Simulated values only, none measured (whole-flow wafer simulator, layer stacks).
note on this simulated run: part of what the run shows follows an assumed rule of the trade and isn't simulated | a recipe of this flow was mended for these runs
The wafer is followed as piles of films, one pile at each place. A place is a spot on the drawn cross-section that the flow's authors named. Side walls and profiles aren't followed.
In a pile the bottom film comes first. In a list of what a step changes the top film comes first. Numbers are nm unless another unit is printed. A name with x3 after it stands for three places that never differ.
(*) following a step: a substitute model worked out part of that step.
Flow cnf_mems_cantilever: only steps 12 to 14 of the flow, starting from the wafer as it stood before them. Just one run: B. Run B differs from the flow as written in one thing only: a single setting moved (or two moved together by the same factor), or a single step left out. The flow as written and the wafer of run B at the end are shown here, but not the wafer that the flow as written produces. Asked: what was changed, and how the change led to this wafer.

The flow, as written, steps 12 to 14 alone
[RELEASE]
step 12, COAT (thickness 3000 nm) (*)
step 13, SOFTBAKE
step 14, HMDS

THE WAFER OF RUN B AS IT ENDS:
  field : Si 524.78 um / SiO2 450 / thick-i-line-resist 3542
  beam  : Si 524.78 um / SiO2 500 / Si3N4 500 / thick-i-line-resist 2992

The reason: step 12, COAT: thickness 3432 nm was run, while the flow as written has thickness 3000 nm.

The path from the change to this, step by step:
  step 12, COAT (thickness 3000 nm) (*)
      field: thick-i-line-resist gains 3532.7 (new film) (in the flow as written it would be: thick-i-line-resist gains 3098.1 (new film))
      beam: thick-i-line-resist gains 3029.3 (new film) (in the flow as written it would be: thick-i-line-resist gains 2607.6 (new film))
  step 13, SOFTBAKE
      field: thick-i-line-resist gains 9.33 (in the flow as written it would be: thick-i-line-resist gains 11.9)
      beam: thick-i-line-resist loses 37.3 (in the flow as written it would be: thick-i-line-resist loses 47.6)
